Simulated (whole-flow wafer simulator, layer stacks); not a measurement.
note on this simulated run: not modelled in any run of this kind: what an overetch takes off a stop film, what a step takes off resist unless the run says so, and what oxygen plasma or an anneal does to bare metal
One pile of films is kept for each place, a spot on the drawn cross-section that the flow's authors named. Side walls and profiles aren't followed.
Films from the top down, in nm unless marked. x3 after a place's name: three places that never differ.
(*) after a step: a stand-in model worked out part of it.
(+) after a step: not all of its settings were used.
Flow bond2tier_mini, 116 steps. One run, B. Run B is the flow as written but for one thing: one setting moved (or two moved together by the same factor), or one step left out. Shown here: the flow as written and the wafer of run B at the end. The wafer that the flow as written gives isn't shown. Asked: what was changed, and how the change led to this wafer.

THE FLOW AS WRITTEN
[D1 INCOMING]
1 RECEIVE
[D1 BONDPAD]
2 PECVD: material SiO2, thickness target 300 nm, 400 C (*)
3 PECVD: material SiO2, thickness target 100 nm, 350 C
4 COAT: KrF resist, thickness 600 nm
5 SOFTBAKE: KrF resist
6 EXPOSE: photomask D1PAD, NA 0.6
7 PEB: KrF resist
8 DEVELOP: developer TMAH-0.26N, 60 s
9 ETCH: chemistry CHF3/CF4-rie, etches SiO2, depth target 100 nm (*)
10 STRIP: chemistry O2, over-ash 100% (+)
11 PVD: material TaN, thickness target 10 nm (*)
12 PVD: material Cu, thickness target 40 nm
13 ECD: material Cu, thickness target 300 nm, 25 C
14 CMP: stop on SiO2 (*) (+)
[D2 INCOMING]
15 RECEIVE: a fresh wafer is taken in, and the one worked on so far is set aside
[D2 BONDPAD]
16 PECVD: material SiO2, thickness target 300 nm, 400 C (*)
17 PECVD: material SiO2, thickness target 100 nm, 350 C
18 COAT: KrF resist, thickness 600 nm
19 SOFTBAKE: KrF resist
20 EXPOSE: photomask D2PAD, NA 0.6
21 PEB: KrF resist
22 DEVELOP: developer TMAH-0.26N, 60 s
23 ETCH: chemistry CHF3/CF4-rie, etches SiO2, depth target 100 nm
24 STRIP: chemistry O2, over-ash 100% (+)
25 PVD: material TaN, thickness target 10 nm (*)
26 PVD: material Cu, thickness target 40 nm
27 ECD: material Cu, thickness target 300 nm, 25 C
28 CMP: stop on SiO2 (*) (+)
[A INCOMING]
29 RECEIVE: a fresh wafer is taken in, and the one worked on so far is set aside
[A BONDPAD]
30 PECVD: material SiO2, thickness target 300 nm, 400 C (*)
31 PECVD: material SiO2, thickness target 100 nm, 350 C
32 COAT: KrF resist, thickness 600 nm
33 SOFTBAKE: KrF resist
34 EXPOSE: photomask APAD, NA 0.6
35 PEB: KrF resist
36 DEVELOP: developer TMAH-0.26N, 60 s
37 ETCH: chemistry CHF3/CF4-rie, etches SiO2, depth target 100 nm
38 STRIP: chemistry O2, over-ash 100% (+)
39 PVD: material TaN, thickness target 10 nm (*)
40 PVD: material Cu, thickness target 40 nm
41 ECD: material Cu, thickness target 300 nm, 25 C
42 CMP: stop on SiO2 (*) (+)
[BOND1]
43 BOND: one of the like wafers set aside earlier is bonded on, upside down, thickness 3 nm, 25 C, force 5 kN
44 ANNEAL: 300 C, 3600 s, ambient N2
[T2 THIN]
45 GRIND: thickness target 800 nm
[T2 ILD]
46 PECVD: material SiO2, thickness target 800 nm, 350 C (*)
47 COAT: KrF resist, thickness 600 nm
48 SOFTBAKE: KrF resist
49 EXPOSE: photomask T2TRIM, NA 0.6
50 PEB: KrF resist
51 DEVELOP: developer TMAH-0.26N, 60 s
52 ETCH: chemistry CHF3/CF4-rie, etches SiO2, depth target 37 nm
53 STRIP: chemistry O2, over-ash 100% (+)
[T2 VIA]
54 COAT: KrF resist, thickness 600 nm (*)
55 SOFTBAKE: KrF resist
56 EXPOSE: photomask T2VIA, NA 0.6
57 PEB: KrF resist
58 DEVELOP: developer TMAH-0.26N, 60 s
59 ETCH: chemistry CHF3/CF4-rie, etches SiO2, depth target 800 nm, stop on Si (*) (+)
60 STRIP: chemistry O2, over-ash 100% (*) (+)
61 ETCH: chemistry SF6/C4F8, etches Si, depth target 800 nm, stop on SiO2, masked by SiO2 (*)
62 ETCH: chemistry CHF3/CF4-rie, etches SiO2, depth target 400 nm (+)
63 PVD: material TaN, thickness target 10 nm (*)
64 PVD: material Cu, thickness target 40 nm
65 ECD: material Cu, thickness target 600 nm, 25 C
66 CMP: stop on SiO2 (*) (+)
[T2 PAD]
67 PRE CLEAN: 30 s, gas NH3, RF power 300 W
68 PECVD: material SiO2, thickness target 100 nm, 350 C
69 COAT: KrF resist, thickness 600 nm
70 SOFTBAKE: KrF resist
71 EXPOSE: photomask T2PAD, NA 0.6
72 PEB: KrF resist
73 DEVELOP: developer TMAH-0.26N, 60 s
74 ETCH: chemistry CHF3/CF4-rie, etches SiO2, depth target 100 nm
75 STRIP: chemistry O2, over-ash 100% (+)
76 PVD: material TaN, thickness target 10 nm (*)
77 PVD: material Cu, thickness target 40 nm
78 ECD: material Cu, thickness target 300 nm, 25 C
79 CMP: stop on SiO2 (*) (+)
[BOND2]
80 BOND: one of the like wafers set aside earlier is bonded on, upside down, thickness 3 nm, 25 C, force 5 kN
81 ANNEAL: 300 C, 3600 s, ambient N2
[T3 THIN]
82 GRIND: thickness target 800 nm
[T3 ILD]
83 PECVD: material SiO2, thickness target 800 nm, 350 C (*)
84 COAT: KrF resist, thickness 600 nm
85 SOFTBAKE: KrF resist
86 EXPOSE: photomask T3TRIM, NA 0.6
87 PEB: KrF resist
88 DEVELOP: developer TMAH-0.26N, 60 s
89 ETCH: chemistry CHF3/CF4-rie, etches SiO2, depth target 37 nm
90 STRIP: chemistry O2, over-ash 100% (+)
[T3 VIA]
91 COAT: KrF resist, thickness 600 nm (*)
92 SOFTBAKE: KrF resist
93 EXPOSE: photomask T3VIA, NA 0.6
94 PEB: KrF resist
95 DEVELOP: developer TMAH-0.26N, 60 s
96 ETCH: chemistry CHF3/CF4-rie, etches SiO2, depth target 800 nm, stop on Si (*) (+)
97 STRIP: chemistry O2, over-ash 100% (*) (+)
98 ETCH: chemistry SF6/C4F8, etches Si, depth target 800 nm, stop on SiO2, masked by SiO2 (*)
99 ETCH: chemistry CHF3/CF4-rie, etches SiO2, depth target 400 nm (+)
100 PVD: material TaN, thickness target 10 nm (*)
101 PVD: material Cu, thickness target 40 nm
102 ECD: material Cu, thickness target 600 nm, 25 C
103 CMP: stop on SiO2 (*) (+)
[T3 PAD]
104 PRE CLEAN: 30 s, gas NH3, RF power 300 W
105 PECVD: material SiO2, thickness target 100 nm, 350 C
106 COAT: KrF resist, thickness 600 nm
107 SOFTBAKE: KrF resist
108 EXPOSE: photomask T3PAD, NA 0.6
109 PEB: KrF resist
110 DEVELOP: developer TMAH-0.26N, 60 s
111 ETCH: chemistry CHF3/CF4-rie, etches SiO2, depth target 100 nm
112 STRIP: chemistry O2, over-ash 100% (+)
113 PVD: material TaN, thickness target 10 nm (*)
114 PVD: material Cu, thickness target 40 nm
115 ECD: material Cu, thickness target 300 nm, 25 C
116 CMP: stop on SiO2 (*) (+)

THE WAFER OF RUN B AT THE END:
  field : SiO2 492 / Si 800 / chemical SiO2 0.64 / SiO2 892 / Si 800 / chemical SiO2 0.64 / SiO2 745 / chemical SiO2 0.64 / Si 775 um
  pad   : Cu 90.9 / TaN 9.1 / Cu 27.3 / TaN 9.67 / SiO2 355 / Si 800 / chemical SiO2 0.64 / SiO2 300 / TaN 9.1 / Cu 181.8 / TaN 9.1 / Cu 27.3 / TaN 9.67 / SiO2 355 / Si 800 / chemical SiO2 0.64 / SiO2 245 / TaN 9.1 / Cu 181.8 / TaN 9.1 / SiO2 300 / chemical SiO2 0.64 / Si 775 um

The cause: step 3, PECVD: thickness target 45 nm was run, where the flow has thickness target 100 nm.

How the change led to this, step by step:
  3 PECVD: material SiO2, thickness target 100 nm, 350 C
      field, pad, via: SiO2 +45 (as written it would be: SiO2 +100)
  43 BOND: one of the like wafers set aside earlier is bonded on, upside down, thickness 3 nm, 25 C, force 5 kN
      field: Si +775 um (new film), chemical SiO2 +0.64 (new film), SiO2 +345 (as written it would be: Si +775 um (new film), chemical SiO2 +0.64 (new film), SiO2 +400)
      pad: Si +775 um (new film), chemical SiO2 +0.64 (new film), SiO2 +245 (new film), TaN +9.1 (new film), Cu +90.9 (as written it would be: Si +775 um (new film), chemical SiO2 +0.64 (new film), SiO2 +300 (new film), TaN +9.1 (new film), Cu +90.9)
      (and at 1 more place)
